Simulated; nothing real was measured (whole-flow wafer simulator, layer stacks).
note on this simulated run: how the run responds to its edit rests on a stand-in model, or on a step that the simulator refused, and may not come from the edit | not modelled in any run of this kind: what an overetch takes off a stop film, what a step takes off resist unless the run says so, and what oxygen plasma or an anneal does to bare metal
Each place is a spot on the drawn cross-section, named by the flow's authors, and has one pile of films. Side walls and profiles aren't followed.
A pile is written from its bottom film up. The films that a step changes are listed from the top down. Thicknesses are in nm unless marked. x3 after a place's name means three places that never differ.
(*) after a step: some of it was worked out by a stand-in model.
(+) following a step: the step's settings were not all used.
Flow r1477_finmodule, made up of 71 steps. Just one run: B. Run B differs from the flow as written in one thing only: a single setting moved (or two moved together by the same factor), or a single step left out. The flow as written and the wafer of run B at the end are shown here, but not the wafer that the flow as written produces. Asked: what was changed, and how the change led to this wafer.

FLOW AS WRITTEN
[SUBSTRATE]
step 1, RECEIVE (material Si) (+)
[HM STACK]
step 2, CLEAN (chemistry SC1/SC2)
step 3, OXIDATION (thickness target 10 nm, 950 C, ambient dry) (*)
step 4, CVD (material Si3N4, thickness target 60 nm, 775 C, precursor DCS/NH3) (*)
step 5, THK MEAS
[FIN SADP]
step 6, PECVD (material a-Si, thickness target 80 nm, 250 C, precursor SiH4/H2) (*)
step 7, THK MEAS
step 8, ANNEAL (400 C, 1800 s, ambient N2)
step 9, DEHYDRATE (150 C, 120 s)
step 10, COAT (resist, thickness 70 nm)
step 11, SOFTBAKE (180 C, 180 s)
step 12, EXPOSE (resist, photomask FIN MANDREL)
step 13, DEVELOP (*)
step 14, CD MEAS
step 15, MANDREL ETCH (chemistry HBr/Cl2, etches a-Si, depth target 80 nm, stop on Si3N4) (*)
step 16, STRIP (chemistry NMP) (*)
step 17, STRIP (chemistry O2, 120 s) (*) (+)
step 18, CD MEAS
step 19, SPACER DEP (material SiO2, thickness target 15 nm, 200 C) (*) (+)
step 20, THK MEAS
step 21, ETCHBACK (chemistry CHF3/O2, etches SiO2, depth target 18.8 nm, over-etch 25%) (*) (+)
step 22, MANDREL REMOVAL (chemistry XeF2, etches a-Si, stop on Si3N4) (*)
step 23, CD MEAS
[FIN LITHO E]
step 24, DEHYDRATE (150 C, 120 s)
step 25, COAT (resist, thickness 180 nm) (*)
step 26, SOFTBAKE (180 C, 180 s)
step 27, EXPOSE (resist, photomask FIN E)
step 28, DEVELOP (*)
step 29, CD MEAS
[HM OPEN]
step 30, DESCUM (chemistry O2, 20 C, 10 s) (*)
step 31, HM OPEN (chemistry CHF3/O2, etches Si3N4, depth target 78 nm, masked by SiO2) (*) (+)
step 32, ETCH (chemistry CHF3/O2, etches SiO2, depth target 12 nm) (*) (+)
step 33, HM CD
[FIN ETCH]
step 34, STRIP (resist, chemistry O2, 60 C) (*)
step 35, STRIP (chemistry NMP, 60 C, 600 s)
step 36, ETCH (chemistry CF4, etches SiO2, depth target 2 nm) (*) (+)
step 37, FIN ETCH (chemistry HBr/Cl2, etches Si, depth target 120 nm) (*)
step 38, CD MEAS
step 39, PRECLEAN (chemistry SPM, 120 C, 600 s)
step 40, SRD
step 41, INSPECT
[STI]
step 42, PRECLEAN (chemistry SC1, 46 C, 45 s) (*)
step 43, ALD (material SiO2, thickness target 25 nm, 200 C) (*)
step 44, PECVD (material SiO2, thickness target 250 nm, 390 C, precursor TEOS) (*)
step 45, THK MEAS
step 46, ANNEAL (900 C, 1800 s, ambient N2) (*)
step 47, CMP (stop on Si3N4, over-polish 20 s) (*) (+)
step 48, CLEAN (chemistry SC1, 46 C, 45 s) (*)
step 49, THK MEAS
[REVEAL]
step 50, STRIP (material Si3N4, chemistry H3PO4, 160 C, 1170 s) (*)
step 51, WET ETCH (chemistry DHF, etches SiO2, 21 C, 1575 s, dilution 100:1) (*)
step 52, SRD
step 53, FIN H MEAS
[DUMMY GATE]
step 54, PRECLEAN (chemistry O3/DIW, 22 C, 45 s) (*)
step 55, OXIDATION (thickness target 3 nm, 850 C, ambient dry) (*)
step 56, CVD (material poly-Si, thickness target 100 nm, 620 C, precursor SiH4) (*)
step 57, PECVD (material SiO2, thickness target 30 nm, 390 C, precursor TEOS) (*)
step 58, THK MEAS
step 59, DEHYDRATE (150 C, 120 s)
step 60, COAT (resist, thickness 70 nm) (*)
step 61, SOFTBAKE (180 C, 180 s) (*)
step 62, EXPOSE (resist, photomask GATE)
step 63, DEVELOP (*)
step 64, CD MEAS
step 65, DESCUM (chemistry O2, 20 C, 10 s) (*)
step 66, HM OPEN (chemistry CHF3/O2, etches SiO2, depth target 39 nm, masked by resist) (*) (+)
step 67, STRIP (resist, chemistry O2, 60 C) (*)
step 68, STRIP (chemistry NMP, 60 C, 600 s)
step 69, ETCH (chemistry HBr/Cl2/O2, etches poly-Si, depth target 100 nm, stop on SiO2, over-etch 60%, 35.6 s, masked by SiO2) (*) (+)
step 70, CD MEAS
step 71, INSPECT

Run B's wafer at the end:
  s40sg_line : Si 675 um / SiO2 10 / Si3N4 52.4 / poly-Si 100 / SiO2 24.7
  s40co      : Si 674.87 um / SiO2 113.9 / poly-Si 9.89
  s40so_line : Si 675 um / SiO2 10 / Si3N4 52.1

The reason: step 50, STRIP: material Si3N4, chemistry H3PO4, 160 C, 1170 s (*), was omitted.

How this came from the change, step by step:
  step 51, WET ETCH (chemistry DHF, etches SiO2, 21 C, 1575 s, dilution 100:1) (*)
      s40sg_line, s45sg_line, s50sg_line, s40so_line, s45so_line, s50so_line: -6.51 Si3N4 (as written it would have been: -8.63 SiO2 (all of it))
      elg, e40lg, e100lg, e200lg, elo, e40lo, e100lo, e200lo: -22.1 SiO2 (all of it), -4.62 Si3N4 (as written it would have been: -17.8 SiO2 (all of it), -4.97 Si3N4)
  step 54, PRECLEAN (chemistry O3/DIW, 22 C, 45 s) (*)
      s40sg_line, s45sg_line, s50sg_line, s40so_line, s45so_line, s50so_line: nothing (as written it would have been: +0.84 chemical SiO2 (new film), -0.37 Si)
  step 55, OXIDATION (thickness target 3 nm, 850 C, ambient dry) (*)
      s40sg_line, s45sg_line, s50sg_line, s40so_line, s45so_line, s50so_line: nothing (as written it would have been: +3 SiO2 (new film), -0.84 chemical SiO2 (all of it), -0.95 Si)
  step 56, CVD (material poly-Si, thickness target 100 nm, 620 C, precursor SiH4) (*)
      s40cg, s40co: +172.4 poly-Si (new film) (as written it would have been: +113.9 poly-Si (new film))
      s45cg, s45co: +172.4 poly-Si (new film) (as written it would have been: +113.4 poly-Si (new film))
      (and at 3 other places as well)
  step 60, COAT (resist, thickness 70 nm) (*)
      e40sg, e40so: +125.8 resist (new film) (as written it would have been: +129.5 resist (new film))
      e100sg, e100so: +125.7 resist (new film) (as written it would have been: +129.4 resist (new film))
      (and at 19 other places as well)
  step 63, DEVELOP (*)
      eso: -125.7 resist (all of it) (as written it would have been: -129.5 resist (all of it))
      e40so: -125.8 resist (all of it) (as written it would have been: -129.5 resist (all of it))
      (and at 10 other places as well)
  step 67, STRIP (resist, chemistry O2, 60 C) (*)
      e40sg: -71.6 resist (all of it) (as written it would have been: -75.4 resist (all of it))
      e100sg: -71.6 resist (all of it) (as written it would have been: -75.3 resist (all of it))
      (and at 10 other places as well)
  step 69, ETCH (chemistry HBr/Cl2/O2, etches poly-Si, depth target 100 nm, stop on SiO2, over-etch 60%, 35.6 s, masked by SiO2) (*) (+)
      s40co: -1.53 chemical SiO2 (all of it), -160 poly-Si (as written it would have been: -1.46 chemical SiO2 (all of it), -111.5 poly-Si (all of it), -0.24 SiO2)
      s45co: -1.53 chemical SiO2 (all of it), -160 poly-Si (as written it would have been: -1.46 chemical SiO2 (all of it), -110.9 poly-Si (all of it), -0.25 SiO2)
      (and at 1 other place as well)
